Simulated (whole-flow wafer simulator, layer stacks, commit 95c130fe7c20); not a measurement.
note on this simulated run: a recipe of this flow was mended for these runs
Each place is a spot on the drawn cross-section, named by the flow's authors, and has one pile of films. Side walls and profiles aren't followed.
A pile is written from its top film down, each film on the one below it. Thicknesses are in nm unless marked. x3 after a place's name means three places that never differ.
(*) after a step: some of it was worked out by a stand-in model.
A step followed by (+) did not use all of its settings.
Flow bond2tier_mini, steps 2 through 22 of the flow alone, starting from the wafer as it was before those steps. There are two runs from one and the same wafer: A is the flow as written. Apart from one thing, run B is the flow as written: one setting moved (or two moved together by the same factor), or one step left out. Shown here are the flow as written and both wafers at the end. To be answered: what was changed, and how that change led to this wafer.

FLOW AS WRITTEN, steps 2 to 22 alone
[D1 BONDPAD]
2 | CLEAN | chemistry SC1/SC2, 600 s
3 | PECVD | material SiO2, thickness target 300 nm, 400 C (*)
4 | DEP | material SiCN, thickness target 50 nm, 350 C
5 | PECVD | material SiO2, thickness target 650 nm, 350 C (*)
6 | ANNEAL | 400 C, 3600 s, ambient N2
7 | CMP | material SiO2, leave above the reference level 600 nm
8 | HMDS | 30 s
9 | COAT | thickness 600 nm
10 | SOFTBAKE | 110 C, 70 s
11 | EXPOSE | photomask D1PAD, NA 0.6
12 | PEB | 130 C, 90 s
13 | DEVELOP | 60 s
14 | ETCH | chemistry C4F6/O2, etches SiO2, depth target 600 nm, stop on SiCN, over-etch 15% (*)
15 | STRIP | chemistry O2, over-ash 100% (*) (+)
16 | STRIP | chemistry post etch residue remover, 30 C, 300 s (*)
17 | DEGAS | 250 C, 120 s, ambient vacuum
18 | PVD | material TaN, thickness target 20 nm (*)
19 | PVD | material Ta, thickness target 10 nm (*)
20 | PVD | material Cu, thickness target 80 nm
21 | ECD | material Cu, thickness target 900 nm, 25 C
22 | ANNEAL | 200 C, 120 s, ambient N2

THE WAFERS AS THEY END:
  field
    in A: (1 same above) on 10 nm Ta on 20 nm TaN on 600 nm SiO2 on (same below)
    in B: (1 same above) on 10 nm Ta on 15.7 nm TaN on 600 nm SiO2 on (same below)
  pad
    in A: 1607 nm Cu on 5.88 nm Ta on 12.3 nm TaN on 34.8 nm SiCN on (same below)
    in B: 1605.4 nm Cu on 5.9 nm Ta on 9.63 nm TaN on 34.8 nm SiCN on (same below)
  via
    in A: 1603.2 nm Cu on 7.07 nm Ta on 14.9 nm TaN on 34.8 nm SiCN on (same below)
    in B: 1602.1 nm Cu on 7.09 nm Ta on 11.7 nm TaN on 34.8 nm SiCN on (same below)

Cause: step 18, PVD: thickness target 15.7 nm was run, whereas the flow has thickness target 20 nm.
One can read it off the wafer: field has TaN 15.7, and step 18 as written asks for 20 nm.

The path from the change to this, step by step:
  18 | PVD | material TaN, thickness target 20 nm (*)
      field: A +20 TaN (new film) | B +15.7 TaN (new film)
      pad: A +12.3 TaN (new film) | B +9.63 TaN (new film)
      (and at 1 other place as well)
